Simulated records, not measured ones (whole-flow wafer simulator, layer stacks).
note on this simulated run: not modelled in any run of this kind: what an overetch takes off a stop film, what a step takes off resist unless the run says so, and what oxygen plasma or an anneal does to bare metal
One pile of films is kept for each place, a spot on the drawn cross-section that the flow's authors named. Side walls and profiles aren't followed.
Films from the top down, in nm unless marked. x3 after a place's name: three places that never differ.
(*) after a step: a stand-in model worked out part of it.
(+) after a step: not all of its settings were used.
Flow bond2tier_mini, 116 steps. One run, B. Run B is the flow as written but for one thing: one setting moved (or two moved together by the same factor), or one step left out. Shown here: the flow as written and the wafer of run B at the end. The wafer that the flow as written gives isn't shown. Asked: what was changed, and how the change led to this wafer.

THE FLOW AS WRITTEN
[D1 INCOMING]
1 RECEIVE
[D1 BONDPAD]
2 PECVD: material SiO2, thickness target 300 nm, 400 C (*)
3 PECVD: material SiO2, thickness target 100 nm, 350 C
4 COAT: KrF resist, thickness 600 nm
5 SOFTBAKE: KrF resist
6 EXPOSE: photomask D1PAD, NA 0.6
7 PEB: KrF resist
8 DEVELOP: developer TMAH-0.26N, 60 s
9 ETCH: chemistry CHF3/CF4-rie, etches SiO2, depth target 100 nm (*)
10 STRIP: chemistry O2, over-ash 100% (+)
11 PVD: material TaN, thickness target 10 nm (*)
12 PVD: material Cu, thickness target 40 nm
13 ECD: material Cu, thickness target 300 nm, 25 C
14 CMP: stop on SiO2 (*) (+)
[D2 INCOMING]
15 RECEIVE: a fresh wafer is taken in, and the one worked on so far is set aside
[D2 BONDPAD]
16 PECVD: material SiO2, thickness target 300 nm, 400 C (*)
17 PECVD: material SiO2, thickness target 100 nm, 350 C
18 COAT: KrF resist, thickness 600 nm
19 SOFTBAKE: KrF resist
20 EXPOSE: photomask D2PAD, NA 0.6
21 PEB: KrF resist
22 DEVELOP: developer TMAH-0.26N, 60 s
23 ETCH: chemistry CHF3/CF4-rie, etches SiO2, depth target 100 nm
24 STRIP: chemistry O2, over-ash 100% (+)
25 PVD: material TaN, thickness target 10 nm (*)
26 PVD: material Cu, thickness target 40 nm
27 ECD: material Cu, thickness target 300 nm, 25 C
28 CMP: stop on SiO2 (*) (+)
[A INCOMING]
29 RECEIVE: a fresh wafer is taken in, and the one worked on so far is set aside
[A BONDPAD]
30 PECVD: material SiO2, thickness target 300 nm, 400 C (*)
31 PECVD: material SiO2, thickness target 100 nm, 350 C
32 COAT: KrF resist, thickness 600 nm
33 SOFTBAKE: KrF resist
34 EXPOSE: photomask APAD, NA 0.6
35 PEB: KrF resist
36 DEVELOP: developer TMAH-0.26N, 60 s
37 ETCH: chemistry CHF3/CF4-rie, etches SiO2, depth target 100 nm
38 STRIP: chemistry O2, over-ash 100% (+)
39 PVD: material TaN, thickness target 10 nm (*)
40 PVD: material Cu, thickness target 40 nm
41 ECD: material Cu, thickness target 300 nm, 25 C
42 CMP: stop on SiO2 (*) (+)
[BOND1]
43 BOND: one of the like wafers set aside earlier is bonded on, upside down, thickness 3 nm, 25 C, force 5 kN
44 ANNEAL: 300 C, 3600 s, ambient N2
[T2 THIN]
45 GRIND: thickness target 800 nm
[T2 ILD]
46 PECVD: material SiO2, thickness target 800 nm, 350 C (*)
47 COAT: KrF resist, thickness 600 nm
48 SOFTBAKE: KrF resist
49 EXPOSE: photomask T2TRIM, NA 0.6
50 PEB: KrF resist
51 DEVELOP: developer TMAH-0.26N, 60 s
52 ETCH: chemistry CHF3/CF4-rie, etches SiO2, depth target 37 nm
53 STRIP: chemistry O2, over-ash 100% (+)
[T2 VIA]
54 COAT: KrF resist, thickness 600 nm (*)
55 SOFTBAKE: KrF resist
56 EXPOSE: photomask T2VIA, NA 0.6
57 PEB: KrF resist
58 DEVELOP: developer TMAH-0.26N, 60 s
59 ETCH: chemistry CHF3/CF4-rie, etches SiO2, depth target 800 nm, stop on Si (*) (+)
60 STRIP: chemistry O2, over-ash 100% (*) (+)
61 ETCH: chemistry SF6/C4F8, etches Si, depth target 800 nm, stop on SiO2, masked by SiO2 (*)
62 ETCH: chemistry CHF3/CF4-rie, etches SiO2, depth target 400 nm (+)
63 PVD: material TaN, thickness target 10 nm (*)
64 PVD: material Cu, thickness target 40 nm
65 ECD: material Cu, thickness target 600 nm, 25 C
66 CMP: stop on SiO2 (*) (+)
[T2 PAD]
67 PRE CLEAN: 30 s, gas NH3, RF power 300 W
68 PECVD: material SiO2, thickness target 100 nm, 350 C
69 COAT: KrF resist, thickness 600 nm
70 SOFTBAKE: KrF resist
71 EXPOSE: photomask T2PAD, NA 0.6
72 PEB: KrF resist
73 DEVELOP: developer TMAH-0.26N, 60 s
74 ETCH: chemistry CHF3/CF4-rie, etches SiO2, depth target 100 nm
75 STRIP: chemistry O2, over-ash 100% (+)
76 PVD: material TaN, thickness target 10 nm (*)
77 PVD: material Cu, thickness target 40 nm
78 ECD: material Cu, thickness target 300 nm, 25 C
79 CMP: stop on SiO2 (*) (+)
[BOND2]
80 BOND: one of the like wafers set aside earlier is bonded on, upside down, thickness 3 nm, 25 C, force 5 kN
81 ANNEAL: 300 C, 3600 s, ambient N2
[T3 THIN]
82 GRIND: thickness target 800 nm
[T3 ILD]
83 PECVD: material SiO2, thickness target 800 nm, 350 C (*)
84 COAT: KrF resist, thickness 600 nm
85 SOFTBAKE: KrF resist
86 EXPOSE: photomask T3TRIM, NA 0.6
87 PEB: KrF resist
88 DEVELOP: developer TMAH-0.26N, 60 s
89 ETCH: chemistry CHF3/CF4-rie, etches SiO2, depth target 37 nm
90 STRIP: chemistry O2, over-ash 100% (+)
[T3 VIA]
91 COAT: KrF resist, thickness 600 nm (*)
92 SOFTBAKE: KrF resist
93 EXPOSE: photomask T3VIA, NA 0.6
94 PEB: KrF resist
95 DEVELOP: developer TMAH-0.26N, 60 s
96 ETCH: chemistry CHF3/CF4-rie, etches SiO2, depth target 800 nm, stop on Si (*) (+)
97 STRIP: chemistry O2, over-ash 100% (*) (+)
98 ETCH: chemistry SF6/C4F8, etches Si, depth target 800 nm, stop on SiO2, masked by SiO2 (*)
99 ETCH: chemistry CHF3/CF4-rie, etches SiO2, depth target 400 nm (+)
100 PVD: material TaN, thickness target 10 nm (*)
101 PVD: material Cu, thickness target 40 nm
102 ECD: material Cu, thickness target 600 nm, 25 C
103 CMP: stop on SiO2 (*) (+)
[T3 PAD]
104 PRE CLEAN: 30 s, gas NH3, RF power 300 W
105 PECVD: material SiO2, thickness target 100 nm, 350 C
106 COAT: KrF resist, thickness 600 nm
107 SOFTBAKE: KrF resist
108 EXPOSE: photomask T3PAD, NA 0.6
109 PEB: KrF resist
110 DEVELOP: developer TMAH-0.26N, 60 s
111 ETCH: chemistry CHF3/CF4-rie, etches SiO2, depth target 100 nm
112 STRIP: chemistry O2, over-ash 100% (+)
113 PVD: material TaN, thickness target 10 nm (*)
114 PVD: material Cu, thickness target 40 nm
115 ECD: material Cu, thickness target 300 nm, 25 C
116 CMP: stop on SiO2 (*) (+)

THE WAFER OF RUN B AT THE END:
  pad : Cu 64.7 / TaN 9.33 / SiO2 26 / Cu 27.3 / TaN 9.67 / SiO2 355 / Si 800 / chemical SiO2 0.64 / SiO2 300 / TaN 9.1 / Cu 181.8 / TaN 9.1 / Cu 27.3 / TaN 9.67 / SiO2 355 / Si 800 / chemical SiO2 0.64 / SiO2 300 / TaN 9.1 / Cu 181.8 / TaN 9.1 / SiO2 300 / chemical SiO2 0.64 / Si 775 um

The cause: step 111, ETCH: depth target 74 nm was run, where the flow has depth target 100 nm.

How the change led to this, step by step:
  111 ETCH: chemistry CHF3/CF4-rie, etches SiO2, depth target 100 nm
      pad: SiO2 -74 (as written it would be: SiO2 -100 (all of it))
      field: KrF resist -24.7 (as written it would be: KrF resist -33.3)
  114 PVD: material Cu, thickness target 40 nm
      pad: Cu +37.3 (new film) (as written it would be: Cu +36.4 (new film))
  115 ECD: material Cu, thickness target 300 nm, 25 C
      pad: Cu +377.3 (as written it would be: Cu +404.5)
Counting metal films that touch as one body, pad has 4 bodies (between them, from the top down: SiO2 26; SiO2 355 / Si 800 / chemical SiO2 0.64 / SiO2 300; SiO2 355 / Si 800 / chemical SiO2 0.64 / SiO2 300); the flow as written gives 3 bodies (between them, from the top down: SiO2 355 / Si 800 / chemical SiO2 0.64 / SiO2 300; SiO2 355 / Si 800 / chemical SiO2 0.64 / SiO2 300).
